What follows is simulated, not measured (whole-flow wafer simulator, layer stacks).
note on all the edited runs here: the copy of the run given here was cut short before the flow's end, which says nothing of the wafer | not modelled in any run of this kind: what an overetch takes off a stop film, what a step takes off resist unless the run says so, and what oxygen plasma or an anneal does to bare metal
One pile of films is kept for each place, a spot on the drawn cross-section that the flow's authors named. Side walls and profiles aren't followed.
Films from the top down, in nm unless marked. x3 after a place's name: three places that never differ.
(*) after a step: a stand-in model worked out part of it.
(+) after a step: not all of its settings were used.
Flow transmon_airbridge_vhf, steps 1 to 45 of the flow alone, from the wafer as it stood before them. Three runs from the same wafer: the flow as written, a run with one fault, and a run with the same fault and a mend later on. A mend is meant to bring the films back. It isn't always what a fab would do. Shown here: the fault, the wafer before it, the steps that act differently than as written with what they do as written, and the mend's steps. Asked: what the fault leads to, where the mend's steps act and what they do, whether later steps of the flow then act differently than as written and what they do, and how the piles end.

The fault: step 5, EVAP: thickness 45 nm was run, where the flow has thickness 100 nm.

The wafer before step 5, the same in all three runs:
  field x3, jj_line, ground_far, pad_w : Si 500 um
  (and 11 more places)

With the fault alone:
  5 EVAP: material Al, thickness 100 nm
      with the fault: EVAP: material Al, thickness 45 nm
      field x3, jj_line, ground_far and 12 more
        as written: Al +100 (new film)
        with the fault: Al +45 (new film)
  Later steps of the flow that act differently than as written (11 more steps differ only slightly, by at most 2% or 0.5 nm, whichever is larger, and aren't shown):
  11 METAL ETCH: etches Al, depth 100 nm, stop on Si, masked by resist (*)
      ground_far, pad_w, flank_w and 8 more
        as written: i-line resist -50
        with the fault: i-line resist -33.8
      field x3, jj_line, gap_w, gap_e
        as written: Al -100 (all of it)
        with the fault: Al -45 (all of it)
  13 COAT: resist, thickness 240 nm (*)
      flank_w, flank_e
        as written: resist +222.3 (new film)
        with the fault: resist +231.2 (new film)
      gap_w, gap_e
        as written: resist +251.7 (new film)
        with the fault: resist +245.7 (new film)
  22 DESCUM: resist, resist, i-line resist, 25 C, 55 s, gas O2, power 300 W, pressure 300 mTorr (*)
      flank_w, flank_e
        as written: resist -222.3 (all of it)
        with the fault: resist -231.2 (all of it)
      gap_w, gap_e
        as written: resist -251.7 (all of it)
        with the fault: resist -245.7 (all of it)
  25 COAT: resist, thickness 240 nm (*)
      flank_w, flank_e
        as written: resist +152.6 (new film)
        with the fault: resist +159.4 (new film)
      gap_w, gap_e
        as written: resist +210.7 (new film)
        with the fault: resist +204.7 (new film)
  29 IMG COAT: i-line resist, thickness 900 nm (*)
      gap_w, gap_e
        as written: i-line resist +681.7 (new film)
        with the fault: i-line resist +667.3 (new film)
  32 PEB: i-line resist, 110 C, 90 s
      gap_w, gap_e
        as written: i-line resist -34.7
        with the fault: i-line resist -34
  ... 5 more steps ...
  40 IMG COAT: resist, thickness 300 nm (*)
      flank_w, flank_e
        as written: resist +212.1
        with the fault: resist +220
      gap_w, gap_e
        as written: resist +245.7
        with the fault: resist +240.6
  At the end the piles differ from the flow's by more than 2% or 0.5 nm, whichever is larger, at ground_far, pad_w, flank_w and 10 more.
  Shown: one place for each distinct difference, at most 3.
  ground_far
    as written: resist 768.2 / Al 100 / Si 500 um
    with the fault: resist 768.2 / Al 45 / Si 500 um
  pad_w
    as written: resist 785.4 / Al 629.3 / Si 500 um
    with the fault: resist 785.5 / Al 591.3 / Si 499.99 um
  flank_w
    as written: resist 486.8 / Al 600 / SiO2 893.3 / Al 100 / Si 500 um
    with the fault: resist 497.3 / Al 600 / SiO2 893 / Al 45 / Si 500 um

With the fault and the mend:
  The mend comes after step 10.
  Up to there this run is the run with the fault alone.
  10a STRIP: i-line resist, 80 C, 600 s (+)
      ground_far, pad_w, flank_w and 8 more
        i-line resist -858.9 (all of it)
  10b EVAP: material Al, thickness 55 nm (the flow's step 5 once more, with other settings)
      field x3, jj_line, ground_far and 12 more
        Al +55
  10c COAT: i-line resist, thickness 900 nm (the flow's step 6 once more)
      field x3, jj_line, ground_far and 12 more
        i-line resist +900 (new film)
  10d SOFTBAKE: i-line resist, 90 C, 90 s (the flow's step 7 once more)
      changes no film at any place that is followed
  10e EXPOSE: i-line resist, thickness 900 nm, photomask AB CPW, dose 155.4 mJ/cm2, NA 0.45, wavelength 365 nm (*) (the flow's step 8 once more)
      changes no film at any place that is followed
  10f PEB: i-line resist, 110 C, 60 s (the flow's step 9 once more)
      field x3, jj_line, ground_far and 12 more
        i-line resist -41
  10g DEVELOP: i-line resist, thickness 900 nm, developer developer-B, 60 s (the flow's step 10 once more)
      ground_far, pad_w, flank_w and 8 more
        i-line resist -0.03
      field x3, jj_line, gap_w, gap_e
        i-line resist -859 (all of it)
  No later step of the flow acts differently than as written at any place that is followed.
  At the end the piles are the same as the flow's at every place that both follow.
